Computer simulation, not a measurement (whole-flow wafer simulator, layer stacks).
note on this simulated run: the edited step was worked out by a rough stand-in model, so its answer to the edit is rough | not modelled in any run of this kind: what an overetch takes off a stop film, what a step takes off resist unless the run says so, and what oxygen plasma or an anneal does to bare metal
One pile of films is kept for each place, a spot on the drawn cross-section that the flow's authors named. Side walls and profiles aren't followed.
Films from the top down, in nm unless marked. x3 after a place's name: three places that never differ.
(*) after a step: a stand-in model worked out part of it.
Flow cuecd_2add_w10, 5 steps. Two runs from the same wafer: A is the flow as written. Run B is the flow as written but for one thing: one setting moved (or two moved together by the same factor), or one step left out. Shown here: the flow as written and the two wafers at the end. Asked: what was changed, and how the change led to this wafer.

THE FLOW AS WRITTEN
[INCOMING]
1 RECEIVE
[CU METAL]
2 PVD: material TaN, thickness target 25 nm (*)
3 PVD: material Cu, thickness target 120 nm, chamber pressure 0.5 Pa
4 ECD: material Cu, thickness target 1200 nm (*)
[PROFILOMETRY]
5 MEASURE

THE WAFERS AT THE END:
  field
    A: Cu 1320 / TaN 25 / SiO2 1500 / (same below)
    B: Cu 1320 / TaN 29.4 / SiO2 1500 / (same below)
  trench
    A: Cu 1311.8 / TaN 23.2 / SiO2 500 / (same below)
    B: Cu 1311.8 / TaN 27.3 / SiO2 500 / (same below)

The cause: step 2, PVD: thickness target 29.4 nm was run, where the flow has thickness target 25 nm.
It can be read off the wafer: field has TaN 29.4, and step 2 as written asks for 25 nm.

How the change led to this, step by step:
  2 PVD: material TaN, thickness target 25 nm (*)
      field: A TaN +25 (new film) | B TaN +29.4 (new film)
      trench: A TaN +23.2 (new film) | B TaN +27.3 (new film)
